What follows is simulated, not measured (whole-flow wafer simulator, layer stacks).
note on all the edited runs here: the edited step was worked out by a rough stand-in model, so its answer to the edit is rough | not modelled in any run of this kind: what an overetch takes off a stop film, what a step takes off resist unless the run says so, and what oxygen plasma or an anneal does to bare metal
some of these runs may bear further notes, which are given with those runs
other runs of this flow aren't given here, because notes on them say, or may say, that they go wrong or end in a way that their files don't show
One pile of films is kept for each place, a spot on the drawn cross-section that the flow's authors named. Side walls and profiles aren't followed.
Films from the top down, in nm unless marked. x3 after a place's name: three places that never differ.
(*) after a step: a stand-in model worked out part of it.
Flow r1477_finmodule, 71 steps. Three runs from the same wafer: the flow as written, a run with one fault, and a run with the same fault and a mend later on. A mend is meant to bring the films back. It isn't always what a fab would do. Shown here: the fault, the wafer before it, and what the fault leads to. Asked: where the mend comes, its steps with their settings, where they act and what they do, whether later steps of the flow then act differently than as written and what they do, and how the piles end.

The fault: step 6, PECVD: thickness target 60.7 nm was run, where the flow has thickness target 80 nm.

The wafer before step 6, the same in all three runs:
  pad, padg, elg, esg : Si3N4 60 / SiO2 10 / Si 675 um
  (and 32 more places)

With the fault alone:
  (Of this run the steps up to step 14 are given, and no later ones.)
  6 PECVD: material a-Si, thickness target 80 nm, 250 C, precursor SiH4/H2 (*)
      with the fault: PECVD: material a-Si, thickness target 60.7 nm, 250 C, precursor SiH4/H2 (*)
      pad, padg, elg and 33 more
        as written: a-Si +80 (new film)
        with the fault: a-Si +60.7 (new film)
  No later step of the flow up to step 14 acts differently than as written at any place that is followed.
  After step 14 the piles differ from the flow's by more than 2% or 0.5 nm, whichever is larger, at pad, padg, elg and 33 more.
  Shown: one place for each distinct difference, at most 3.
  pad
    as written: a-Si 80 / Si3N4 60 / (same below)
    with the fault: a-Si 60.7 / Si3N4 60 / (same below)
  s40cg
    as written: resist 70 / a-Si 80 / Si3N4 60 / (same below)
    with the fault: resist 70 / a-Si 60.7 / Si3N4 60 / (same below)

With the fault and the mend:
  The mend comes after step 7.
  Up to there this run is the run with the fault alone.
  7a ETCH: chemistry tmah, depth target 69.81 nm
      pad, padg, elg and 33 more
        a-Si -60.7 (all of it)
  7b PECVD: material a-Si, thickness target 80 nm, 250 C, precursor SiH4/H2 (*) (the flow's step 6 once more)
      pad, padg, elg and 33 more
        a-Si +80 (new film)
  No later step of the flow acts differently than as written at any place that is followed.
  At the end the piles are the same as the flow's at every place that both follow.
